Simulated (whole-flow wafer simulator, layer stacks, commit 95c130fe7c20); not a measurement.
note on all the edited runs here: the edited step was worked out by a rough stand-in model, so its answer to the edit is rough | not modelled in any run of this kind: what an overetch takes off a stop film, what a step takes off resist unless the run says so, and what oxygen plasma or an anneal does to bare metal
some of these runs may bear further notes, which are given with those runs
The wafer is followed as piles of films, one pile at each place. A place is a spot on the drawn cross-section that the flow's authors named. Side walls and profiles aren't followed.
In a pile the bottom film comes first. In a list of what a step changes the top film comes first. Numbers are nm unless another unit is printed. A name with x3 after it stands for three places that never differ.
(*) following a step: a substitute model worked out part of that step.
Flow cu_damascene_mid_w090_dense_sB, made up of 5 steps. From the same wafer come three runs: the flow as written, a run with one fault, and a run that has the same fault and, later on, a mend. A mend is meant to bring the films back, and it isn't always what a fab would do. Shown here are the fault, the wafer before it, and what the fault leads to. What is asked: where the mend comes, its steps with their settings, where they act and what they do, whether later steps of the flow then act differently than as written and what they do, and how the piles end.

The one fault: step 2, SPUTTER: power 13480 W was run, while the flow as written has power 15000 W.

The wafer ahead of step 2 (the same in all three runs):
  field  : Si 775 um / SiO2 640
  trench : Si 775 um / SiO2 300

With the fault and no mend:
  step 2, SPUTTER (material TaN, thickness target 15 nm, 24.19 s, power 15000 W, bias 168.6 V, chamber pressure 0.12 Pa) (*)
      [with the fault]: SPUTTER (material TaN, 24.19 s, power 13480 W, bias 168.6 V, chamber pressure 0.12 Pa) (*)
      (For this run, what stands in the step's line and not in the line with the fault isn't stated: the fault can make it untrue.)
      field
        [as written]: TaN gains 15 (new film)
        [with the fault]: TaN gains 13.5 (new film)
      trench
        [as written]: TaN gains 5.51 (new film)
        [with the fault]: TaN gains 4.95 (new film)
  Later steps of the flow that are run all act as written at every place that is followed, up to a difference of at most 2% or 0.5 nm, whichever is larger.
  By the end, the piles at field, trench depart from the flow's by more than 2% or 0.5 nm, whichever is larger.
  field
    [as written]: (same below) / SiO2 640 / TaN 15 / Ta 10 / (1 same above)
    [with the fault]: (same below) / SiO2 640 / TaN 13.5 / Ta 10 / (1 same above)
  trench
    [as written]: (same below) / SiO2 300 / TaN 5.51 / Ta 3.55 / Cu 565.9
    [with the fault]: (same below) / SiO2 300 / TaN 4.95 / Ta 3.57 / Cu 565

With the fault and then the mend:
  After step 2 comes the mend.
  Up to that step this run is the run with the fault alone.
  step 2a, SPUTTER (material TaN, thickness target 1.522 nm, 2.455 s, power 15000 W, bias 168.6 V, chamber pressure 0.12 Pa) (*) (the flow's step 2 again, with other settings)
      field
        TaN gains 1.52
      trench
        TaN gains 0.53
  Later steps of the flow that are run all act as written at every place that is followed.
  When the end is reached, the piles differ only a little from the flow's at the places that both follow, at most by 2% or 0.5 nm, whichever is larger.
